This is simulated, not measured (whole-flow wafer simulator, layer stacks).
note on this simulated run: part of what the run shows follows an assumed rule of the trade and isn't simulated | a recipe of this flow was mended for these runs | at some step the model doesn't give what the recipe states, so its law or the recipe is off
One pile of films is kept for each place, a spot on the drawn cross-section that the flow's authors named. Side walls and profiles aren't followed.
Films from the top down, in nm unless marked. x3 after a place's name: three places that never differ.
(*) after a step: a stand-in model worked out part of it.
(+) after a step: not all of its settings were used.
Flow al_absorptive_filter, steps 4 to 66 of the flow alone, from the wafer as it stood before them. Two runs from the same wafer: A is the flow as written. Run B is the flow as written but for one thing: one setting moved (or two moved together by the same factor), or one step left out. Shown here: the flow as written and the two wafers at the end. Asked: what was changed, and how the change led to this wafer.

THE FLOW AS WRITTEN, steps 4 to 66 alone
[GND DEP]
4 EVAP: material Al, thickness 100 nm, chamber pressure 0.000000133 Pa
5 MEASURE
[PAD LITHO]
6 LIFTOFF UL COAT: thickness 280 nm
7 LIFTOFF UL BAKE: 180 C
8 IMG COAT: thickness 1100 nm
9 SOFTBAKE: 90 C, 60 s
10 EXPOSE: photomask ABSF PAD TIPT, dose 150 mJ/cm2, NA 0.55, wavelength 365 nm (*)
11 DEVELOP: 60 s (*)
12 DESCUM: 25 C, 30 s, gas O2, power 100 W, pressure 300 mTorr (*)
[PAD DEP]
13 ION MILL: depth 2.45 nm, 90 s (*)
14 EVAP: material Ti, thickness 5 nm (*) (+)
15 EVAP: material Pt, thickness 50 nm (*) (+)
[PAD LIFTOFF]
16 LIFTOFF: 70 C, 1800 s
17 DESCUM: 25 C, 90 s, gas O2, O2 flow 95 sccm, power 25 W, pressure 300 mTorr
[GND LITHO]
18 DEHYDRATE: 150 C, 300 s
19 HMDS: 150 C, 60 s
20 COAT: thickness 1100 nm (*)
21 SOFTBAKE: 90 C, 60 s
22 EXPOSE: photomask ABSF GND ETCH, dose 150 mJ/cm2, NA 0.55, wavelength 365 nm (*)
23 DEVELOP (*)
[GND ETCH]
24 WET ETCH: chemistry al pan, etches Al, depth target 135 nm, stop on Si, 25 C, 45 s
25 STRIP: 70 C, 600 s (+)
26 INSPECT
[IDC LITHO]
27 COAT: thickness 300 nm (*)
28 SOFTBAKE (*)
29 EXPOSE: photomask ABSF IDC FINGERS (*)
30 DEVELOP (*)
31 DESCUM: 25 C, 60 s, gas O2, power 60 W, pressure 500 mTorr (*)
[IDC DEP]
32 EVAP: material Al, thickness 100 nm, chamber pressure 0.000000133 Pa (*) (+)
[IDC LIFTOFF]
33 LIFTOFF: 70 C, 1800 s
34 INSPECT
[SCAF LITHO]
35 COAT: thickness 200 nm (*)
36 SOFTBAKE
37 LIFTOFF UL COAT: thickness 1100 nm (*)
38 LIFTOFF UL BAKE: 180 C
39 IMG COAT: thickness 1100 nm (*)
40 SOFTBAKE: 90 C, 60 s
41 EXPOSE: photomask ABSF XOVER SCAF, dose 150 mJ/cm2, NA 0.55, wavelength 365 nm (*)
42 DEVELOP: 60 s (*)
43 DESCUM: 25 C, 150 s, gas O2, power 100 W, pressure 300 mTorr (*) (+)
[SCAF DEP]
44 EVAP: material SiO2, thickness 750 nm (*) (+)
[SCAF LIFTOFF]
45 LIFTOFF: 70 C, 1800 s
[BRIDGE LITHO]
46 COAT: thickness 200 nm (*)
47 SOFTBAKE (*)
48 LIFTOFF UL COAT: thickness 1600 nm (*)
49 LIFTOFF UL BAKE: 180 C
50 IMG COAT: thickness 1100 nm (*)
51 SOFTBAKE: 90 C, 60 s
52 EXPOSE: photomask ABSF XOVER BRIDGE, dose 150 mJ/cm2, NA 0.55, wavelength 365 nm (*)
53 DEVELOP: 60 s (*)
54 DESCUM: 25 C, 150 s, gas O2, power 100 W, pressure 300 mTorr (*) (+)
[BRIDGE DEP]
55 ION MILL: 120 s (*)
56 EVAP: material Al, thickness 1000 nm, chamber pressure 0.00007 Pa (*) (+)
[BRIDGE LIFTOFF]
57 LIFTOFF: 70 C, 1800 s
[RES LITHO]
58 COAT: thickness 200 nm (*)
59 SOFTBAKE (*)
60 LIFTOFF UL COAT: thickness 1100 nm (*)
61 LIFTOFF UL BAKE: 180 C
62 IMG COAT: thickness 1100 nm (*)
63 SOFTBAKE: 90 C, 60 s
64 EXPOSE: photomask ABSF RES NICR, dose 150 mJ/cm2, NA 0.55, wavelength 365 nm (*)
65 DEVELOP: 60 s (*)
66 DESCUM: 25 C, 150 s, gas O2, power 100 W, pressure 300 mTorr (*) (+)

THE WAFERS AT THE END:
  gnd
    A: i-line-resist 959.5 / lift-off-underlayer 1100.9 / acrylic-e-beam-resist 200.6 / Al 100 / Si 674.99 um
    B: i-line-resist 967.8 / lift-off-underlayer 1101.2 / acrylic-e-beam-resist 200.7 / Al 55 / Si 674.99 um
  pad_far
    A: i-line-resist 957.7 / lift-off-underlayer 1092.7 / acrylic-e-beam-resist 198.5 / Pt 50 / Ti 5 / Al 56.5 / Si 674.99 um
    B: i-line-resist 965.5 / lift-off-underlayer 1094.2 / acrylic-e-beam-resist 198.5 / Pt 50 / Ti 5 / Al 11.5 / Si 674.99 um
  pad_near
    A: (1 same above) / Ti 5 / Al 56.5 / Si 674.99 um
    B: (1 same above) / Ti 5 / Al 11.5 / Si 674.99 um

The cause: step 4, EVAP: thickness 55 nm was run, where the flow has thickness 100 nm.
It can be read off the wafer: gnd has Al 55, and step 4 as written asks for 100 nm.

How the change led to this, step by step:
  4 EVAP: material Al, thickness 100 nm, chamber pressure 0.000000133 Pa
      gnd, pad_far, pad_near and 11 more: A Al +100 (new film) | B Al +55 (new film)
  24 WET ETCH: chemistry al pan, etches Al, depth target 135 nm, stop on Si, 25 C, 45 s
      res, xl_gap, idc_field, idc_line, idc_space: A Al -86.7 (all of it) | B Al -41.7 (all of it)
  27 COAT: thickness 300 nm (*)
      ledge: A e-beam-resist +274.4 (new film) | B e-beam-resist +287.6 (new film)
      res: A e-beam-resist +349.6 (new film) | B e-beam-resist +328.2 (new film)
      (and at 2 more places)
  33 LIFTOFF: 70 C, 1800 s
      ledge: A Al -100 (all of it), e-beam-resist -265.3 (all of it) | B Al -100 (all of it), e-beam-resist -278.6 (all of it)
      res: A Al -100 (all of it), e-beam-resist -340.6 (all of it) | B Al -100 (all of it), e-beam-resist -319.2 (all of it)
      (and at 2 more places)
  35 COAT: thickness 200 nm (*)
      ledge: A acrylic-e-beam-resist +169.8 (new film) | B acrylic-e-beam-resist +184.9 (new film)
      res: A acrylic-e-beam-resist +231.4 (new film) | B acrylic-e-beam-resist +218.4 (new film)
      (and at 2 more places)
  43 DESCUM: 25 C, 150 s, gas O2, power 100 W, pressure 300 mTorr (*) (+)
      gnd, pad_far, pad_near and 7 more: A i-line-resist -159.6 | B i-line-resist -142
      xl_gap: A acrylic-e-beam-resist -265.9 (all of it) | B acrylic-e-beam-resist -236.7 (all of it)
      (and at 1 more place)
  45 LIFTOFF: 70 C, 1800 s
      ledge: A SiO2 -750 (all of it), i-line-resist -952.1 (all of it), lift-off-underlayer -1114 (all of it), acrylic-e-beam-resist -169.8 (all of it) | B SiO2 -750 (all of it), i-line-resist -963.5 (all of it), lift-off-underlayer -1108.1 (all of it), acrylic-e-beam-resist -184.9 (all of it)
      res: A SiO2 -750 (all of it), i-line-resist -956.3 (all of it), lift-off-underlayer -1148.2 (all of it), acrylic-e-beam-resist -231.4 (all of it) | B SiO2 -750 (all of it), i-line-resist -966.2 (all of it), lift-off-underlayer -1126.8 (all of it), acrylic-e-beam-resist -218.4 (all of it)
  46 COAT: thickness 200 nm (*)
      ledge: A acrylic-e-beam-resist +169.8 (new film) | B acrylic-e-beam-resist +184.9 (new film)
      res: A acrylic-e-beam-resist +231.4 (new film) | B acrylic-e-beam-resist +218.4 (new film)
      (and at 2 more places)
  54 DESCUM: 25 C, 150 s, gas O2, power 100 W, pressure 300 mTorr (*) (+)
      xl_gap: A acrylic-e-beam-resist -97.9 (all of it) | B acrylic-e-beam-resist -83.9 (all of it)
      xl_turn: A acrylic-e-beam-resist -141.8 (all of it) | B acrylic-e-beam-resist -149.3 (all of it)
  57 LIFTOFF: 70 C, 1800 s
      ledge: A Al -1000 (all of it), i-line-resist -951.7 (all of it), lift-off-underlayer -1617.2 (all of it), acrylic-e-beam-resist -169.8 (all of it) | B Al -1000 (all of it), i-line-resist -946.6 (all of it), lift-off-underlayer -1609.8 (all of it), acrylic-e-beam-resist -184.9 (all of it)
      res: A Al -1000 (all of it), i-line-resist -954.3 (all of it), lift-off-underlayer -1653.2 (all of it), acrylic-e-beam-resist -231.4 (all of it) | B Al -1000 (all of it), i-line-resist -948.4 (all of it), lift-off-underlayer -1629.6 (all of it), acrylic-e-beam-resist -218.4 (all of it)
  58 COAT: thickness 200 nm (*)
      ledge: A acrylic-e-beam-resist +169.8 (new film) | B acrylic-e-beam-resist +184.9 (new film)
      res: A acrylic-e-beam-resist +231.4 (new film) | B acrylic-e-beam-resist +218.4 (new film)
      (and at 2 more places)
  60 LIFTOFF UL COAT: thickness 1100 nm (*)
      xl_gap: A lift-off-underlayer +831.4 (new film) | B lift-off-underlayer +805.8 (new film)
  66 DESCUM: 25 C, 150 s, gas O2, power 100 W, pressure 300 mTorr (*) (+)
      gnd, pad_far, xa_field and 8 more: A i-line-resist -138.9 | B i-line-resist -131
      ledge: A acrylic-e-beam-resist -169.8 (all of it) | B acrylic-e-beam-resist -184.9 (all of it)
      (and at 1 more place)
